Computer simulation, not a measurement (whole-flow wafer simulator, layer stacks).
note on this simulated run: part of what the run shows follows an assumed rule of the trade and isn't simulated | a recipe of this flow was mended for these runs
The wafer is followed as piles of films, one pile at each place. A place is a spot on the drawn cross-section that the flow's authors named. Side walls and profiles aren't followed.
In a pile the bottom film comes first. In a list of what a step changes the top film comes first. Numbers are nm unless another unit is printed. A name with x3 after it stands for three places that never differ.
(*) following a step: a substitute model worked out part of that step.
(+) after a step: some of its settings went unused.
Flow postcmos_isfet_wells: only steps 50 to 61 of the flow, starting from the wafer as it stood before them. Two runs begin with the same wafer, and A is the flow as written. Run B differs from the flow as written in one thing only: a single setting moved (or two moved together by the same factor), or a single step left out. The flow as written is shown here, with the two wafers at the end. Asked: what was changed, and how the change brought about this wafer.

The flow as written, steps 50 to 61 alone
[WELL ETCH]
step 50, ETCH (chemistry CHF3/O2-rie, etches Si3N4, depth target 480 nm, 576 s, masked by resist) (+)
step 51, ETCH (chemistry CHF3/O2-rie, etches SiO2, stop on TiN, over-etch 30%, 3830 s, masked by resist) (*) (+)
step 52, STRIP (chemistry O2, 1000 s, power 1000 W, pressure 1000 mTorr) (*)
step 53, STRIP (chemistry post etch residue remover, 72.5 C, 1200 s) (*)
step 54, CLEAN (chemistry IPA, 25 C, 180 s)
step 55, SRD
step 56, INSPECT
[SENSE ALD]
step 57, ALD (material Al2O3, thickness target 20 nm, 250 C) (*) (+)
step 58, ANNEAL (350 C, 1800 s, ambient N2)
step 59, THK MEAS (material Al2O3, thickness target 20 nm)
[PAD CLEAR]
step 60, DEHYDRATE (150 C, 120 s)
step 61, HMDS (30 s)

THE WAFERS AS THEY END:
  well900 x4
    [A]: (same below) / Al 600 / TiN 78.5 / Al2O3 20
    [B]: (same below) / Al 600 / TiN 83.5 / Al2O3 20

The reason: step 51, ETCH: over-etch 22.8% was run, whereas the flow has over-etch 30%.

How this came from the change, step by step:
  step 51, ETCH (chemistry CHF3/O2-rie, etches SiO2, stop on TiN, over-etch 30%, 3830 s, masked by resist) (*) (+)
      field, margin x2, pad_clr, pad_open: A thick-g/i-line-resist loses 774 | B thick-g/i-line-resist loses 753.4
      well900 x4: A SiO2 loses 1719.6 (all of it), TiN loses 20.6 | B SiO2 loses 1719.6 (all of it), TiN loses 15.7
